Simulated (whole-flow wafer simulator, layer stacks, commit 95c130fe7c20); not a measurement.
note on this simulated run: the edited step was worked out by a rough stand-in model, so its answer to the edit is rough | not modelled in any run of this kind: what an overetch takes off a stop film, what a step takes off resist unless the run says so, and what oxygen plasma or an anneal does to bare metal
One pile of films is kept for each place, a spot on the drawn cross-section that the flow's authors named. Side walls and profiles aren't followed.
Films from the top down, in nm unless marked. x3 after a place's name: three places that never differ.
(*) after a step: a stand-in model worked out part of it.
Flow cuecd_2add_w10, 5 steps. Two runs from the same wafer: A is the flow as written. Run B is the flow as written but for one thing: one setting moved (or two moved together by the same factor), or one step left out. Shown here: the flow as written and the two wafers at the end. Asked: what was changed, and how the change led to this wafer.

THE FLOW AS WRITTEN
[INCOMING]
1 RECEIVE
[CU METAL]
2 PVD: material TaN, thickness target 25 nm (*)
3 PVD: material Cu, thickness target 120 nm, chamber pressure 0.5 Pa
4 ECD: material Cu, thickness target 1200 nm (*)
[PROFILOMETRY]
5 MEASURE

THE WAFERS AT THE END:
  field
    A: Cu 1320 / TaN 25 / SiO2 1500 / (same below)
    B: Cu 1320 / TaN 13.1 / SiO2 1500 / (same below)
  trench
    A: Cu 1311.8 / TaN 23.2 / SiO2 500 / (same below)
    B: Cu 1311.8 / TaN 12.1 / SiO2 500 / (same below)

The cause: step 2, PVD: thickness target 13.1 nm was run, where the flow has thickness target 25 nm.
It can be read off the wafer: field has TaN 13.1, and step 2 as written asks for 25 nm.

How the change led to this, step by step:
  2 PVD: material TaN, thickness target 25 nm (*)
      field: A TaN +25 (new film) | B TaN +13.1 (new film)
      trench: A TaN +23.2 (new film) | B TaN +12.1 (new film)
